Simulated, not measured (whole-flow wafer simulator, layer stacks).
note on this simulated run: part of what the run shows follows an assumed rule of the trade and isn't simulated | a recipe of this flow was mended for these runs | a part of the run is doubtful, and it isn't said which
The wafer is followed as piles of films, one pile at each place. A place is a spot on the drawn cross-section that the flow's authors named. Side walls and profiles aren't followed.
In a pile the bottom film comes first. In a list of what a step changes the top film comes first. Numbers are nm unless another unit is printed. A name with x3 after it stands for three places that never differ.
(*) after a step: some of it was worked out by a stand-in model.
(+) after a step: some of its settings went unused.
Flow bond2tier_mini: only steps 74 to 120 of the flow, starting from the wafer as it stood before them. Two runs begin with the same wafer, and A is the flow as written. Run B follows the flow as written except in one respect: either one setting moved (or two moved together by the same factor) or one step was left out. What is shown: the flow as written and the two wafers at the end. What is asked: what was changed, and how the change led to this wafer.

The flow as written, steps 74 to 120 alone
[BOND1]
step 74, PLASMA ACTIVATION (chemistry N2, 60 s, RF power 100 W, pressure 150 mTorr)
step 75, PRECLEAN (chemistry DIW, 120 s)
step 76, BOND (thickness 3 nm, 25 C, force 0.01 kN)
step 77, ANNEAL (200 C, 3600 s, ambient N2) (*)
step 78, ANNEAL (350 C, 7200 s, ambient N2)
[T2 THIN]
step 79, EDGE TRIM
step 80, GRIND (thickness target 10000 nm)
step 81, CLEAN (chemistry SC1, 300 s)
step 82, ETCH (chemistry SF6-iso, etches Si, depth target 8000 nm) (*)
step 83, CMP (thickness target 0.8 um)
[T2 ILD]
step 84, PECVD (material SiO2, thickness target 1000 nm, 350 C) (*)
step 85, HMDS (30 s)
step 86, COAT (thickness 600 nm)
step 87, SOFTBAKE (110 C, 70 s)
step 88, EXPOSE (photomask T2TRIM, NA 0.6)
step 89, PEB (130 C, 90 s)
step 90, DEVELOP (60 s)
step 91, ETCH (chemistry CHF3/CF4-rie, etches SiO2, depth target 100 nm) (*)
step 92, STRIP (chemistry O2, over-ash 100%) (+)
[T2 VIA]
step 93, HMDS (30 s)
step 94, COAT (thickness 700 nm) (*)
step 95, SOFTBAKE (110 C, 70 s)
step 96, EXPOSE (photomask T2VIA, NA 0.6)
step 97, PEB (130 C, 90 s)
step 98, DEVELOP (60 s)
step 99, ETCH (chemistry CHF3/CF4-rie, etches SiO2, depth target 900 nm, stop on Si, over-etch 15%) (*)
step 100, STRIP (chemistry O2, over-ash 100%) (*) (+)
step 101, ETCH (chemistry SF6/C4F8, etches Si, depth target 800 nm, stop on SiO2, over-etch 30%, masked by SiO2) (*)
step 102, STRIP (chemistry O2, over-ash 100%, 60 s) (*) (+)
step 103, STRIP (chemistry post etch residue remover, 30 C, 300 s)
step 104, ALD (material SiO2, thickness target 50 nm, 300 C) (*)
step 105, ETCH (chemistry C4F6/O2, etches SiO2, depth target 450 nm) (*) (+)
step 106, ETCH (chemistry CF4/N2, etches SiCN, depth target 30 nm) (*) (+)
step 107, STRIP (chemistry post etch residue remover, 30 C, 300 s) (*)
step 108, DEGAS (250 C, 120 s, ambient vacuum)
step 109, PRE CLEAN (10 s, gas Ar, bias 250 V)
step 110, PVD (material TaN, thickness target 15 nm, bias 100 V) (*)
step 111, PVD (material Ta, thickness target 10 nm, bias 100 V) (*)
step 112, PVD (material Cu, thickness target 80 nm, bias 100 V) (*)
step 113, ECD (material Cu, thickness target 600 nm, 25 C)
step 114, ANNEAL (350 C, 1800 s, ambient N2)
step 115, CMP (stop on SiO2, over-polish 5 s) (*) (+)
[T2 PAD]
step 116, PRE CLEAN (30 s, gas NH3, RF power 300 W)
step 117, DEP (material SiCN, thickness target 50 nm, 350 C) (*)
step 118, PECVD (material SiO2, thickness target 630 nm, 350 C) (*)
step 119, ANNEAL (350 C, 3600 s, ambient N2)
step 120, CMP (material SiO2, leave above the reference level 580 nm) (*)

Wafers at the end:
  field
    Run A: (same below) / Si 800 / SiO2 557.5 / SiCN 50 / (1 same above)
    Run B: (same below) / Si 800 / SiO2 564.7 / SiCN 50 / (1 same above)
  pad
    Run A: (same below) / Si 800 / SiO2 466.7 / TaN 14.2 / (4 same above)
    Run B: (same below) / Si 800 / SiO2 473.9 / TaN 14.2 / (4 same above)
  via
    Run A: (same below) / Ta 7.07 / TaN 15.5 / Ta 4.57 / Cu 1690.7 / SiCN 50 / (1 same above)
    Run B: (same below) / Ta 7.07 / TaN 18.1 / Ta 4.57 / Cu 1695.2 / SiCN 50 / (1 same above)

Cause: step 106, ETCH: depth target 19.2 nm was run, whereas the flow has depth target 30 nm.

Step by step, how the change led to this:
  step 106, ETCH (chemistry CF4/N2, etches SiCN, depth target 30 nm) (*) (+)
      field, pad: A -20 SiO2 | B -12.8 SiO2
      via: A -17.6 SiCN (all of it), -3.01 TaN | B -17.6 SiCN (all of it), -0.38 TaN
